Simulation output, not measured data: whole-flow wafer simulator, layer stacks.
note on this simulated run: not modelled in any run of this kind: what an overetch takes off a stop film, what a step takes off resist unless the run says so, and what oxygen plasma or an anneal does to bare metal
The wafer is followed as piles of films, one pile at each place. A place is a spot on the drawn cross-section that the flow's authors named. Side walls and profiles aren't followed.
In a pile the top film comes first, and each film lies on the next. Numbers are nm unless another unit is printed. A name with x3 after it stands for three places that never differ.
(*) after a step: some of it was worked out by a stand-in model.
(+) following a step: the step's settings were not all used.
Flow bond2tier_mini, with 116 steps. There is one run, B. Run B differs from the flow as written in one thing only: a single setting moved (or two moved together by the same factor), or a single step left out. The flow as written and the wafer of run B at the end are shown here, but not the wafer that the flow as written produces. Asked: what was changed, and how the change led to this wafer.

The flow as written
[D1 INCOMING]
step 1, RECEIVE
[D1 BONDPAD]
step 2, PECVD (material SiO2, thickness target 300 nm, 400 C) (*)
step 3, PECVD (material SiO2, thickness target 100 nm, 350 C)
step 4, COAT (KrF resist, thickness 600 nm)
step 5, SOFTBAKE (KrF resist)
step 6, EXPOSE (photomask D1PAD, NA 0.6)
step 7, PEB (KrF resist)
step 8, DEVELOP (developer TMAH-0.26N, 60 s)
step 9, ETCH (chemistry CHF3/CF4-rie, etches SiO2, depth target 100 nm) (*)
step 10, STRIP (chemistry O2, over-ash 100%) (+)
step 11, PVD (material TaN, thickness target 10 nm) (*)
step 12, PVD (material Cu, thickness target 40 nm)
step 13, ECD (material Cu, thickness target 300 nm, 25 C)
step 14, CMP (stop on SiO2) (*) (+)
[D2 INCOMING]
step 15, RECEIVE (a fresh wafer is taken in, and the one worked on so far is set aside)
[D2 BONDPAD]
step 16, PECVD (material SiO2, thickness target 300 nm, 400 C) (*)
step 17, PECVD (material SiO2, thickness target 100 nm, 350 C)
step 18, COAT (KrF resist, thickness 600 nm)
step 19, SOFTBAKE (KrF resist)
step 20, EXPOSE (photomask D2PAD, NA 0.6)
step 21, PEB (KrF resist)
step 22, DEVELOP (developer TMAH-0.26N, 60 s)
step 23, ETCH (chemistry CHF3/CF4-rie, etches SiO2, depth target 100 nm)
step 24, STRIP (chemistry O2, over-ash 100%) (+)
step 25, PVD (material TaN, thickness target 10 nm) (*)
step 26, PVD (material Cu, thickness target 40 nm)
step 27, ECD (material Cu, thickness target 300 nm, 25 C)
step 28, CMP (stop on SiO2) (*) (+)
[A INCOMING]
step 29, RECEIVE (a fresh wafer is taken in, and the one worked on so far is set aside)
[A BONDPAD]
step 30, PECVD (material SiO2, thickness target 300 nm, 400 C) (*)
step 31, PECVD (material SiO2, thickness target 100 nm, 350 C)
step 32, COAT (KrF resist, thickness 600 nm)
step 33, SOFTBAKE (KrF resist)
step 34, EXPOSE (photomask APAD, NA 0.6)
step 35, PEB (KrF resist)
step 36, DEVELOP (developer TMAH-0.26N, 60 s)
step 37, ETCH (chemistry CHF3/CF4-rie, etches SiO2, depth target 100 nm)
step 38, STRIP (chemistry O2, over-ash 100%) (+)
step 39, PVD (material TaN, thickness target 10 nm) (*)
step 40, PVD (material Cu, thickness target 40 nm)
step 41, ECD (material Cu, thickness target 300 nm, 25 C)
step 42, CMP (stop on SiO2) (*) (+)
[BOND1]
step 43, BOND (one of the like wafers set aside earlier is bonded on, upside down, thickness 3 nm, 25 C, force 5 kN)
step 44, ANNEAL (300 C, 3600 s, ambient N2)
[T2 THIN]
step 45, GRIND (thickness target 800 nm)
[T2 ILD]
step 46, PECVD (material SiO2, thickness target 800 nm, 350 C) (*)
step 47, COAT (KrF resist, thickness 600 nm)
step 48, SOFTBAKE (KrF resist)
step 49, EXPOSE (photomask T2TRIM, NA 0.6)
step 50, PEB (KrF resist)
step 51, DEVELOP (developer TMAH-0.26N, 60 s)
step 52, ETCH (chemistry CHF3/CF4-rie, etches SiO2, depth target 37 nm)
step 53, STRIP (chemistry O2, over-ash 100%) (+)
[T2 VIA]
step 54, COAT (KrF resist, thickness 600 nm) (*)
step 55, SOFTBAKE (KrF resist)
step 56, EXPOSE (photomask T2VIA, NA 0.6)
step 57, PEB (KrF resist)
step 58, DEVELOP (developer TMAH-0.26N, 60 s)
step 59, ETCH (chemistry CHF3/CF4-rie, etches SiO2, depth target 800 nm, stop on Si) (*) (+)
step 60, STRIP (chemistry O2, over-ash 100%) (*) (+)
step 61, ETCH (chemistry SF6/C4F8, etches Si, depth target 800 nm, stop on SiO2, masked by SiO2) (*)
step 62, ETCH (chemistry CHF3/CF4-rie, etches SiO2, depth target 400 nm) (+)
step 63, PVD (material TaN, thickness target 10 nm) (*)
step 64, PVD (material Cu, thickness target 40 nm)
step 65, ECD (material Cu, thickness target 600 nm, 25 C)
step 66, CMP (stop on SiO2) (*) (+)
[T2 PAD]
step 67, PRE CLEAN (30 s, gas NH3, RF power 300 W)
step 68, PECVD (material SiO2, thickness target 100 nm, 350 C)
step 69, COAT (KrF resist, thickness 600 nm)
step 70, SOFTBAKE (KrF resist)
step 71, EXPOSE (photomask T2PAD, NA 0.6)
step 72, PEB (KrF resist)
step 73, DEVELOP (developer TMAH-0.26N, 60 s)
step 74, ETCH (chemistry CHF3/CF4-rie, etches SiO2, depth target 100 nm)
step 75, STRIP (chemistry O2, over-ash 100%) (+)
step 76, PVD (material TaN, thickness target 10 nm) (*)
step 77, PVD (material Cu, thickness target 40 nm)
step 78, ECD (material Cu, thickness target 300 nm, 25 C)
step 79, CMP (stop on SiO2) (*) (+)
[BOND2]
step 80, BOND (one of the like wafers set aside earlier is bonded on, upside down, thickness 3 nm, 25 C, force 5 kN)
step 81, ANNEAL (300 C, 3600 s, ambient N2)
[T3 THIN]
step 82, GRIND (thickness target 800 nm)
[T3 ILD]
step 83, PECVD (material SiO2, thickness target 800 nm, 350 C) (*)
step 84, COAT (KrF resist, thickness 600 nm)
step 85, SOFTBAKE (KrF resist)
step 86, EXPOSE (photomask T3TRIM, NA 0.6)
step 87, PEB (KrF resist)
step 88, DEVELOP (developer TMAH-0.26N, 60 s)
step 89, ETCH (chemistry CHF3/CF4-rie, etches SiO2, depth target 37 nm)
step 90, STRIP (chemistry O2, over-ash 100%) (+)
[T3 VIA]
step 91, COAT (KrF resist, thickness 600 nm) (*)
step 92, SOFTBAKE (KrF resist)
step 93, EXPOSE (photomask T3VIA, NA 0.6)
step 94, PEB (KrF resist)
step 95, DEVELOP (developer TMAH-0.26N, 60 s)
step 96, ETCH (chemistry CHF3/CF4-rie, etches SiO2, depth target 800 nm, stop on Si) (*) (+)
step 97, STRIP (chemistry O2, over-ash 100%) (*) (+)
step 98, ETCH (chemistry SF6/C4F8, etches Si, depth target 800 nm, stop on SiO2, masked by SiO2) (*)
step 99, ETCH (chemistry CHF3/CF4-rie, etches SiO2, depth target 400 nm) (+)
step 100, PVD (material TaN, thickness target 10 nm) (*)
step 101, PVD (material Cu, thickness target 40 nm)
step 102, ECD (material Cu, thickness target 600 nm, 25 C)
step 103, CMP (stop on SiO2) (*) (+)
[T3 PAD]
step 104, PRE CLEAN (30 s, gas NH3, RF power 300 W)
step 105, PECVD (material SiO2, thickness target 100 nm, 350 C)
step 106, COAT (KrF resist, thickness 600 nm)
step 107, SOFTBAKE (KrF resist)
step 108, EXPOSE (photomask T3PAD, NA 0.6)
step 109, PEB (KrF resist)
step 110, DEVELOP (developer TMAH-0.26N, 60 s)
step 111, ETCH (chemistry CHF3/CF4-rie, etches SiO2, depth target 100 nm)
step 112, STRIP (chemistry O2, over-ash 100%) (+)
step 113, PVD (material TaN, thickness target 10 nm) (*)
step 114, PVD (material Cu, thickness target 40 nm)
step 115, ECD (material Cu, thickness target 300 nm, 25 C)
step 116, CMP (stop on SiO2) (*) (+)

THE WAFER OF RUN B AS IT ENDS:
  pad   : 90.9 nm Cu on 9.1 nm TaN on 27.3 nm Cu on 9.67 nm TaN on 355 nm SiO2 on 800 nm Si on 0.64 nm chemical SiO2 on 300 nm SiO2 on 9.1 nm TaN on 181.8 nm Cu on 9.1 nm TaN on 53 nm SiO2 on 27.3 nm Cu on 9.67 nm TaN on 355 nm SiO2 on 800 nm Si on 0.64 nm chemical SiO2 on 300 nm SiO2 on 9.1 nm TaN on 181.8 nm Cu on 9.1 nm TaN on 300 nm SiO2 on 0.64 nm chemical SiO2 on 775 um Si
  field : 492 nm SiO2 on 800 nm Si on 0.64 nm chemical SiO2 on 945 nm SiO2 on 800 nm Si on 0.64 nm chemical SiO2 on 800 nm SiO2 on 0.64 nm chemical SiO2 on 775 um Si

What caused this: step 68, PECVD: thickness target 153 nm was run, while the flow as written has thickness target 100 nm.

How this came from the change, step by step:
  step 68, PECVD (material SiO2, thickness target 100 nm, 350 C)
      field: +153 SiO2 (in the flow as written it would be: +100 SiO2)
      pad: +153 SiO2 (new film) (in the flow as written it would be: +100 SiO2 (new film))
  step 74, ETCH (chemistry CHF3/CF4-rie, etches SiO2, depth target 100 nm)
      pad: -100 SiO2 (in the flow as written it would be: -100 SiO2 (all of it))
Taking metal films that touch as one body, pad has 4 bodies (between them, from the top down: SiO2 355 / Si 800 / chemical SiO2 0.64 / SiO2 300; SiO2 53; SiO2 355 / Si 800 / chemical SiO2 0.64 / SiO2 300); the flow as written gives 3 bodies (between them, from the top down: SiO2 355 / Si 800 / chemical SiO2 0.64 / SiO2 300; SiO2 355 / Si 800 / chemical SiO2 0.64 / SiO2 300).
